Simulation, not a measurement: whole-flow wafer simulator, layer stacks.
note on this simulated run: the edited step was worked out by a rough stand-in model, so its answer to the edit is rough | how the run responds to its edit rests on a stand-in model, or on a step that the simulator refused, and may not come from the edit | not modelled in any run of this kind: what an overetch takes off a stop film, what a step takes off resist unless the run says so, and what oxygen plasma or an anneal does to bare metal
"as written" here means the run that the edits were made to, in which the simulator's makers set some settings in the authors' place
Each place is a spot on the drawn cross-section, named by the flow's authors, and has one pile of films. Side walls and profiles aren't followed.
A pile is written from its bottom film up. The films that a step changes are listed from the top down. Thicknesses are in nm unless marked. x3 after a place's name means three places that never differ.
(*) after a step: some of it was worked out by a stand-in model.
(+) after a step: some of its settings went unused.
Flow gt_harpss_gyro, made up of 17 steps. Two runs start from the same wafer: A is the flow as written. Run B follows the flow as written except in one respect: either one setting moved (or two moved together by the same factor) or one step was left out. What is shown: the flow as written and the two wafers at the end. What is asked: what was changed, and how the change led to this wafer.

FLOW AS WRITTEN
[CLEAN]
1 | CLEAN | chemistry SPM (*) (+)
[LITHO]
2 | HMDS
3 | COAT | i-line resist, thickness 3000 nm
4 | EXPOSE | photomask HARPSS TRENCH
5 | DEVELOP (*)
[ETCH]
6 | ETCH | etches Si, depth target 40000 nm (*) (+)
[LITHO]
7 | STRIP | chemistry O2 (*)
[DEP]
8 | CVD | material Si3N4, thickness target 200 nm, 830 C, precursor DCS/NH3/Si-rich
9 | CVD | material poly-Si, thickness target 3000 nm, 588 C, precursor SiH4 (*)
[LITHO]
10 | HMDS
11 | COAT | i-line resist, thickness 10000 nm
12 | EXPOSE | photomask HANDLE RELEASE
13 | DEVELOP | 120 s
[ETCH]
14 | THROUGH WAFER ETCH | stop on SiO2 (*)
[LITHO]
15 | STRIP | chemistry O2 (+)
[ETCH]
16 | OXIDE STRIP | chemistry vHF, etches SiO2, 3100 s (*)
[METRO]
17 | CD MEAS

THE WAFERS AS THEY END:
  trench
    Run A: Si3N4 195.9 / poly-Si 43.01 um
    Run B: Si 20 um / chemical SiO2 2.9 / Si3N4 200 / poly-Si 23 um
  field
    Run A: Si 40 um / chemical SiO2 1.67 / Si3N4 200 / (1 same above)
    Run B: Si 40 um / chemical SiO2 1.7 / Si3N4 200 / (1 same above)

What caused this: step 6, ETCH: depth target 20000 nm was run, whereas the flow has depth target 40000 nm.

The path from the change to this, step by step:
  6 | ETCH | etches Si, depth target 40000 nm (*) (+)
      trench: A -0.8 chemical SiO2 (all of it), -40 um Si (all of it) | B -0.8 chemical SiO2 (all of it), -20 um Si
      field: A -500 i-line resist | B -250 i-line resist
  7 | STRIP | chemistry O2 (*)
      trench: A nothing | B +2.9 chemical SiO2 (new film), -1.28 Si
      field: A -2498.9 i-line resist (all of it), +0.87 chemical SiO2, -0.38 Si | B -2748.9 i-line resist (all of it), +0.9 chemical SiO2, -0.4 Si
  8 | CVD | material Si3N4, thickness target 200 nm, 830 C, precursor DCS/NH3/Si-rich
      trench: A +195.9 Si3N4 (new film) | B +200 Si3N4 (new film)
  9 | CVD | material poly-Si, thickness target 3000 nm, 588 C, precursor SiH4 (*)
      trench: A +43.01 um poly-Si (new film) | B +23 um poly-Si (new film)
